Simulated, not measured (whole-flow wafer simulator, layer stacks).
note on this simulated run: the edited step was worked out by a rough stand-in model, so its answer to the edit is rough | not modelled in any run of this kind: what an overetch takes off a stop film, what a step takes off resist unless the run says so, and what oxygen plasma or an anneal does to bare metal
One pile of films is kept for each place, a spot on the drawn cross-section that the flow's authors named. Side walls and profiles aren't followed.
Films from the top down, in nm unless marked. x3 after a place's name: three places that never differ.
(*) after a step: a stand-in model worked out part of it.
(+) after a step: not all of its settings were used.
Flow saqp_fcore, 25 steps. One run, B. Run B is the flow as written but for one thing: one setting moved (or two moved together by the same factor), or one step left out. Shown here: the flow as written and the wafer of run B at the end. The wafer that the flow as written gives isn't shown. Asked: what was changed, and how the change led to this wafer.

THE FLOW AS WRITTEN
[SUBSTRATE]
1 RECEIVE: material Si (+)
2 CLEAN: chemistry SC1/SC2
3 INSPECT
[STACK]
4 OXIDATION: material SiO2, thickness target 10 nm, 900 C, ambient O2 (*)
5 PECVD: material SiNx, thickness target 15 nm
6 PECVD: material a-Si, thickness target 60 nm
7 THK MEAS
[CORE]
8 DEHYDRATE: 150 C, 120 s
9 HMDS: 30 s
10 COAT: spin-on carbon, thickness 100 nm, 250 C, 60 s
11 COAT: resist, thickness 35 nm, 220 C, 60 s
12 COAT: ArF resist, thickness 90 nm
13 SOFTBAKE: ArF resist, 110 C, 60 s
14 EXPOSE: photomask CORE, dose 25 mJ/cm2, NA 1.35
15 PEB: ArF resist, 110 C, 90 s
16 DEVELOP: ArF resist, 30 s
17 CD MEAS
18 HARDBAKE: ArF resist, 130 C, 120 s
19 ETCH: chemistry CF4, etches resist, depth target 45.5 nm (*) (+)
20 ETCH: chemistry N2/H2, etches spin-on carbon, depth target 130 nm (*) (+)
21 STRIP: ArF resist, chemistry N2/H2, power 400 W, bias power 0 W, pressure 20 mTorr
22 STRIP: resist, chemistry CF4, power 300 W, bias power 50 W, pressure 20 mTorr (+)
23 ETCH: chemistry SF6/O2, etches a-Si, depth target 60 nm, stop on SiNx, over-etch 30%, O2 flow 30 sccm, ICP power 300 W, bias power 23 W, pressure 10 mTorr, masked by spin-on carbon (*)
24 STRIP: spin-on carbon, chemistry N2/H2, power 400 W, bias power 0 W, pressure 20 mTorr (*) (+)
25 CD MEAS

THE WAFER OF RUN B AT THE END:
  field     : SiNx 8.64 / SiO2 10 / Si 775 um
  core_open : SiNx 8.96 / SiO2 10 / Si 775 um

The cause: step 23, ETCH: depth target 67.5 nm was run, where the flow has depth target 60 nm.

How the change led to this, step by step:
  23 ETCH: chemistry SF6/O2, etches a-Si, depth target 60 nm, stop on SiNx, over-etch 30%, O2 flow 30 sccm, ICP power 300 W, bias power 23 W, pressure 10 mTorr, masked by spin-on carbon (*)
      field: a-Si -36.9 (all of it), SiNx -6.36 (as written it would be: a-Si -36.9 (all of it), SiNx -5.14)
      core_open: a-Si -39.4 (all of it), SiNx -6.04 (as written it would be: a-Si -39.4 (all of it), SiNx -4.82)
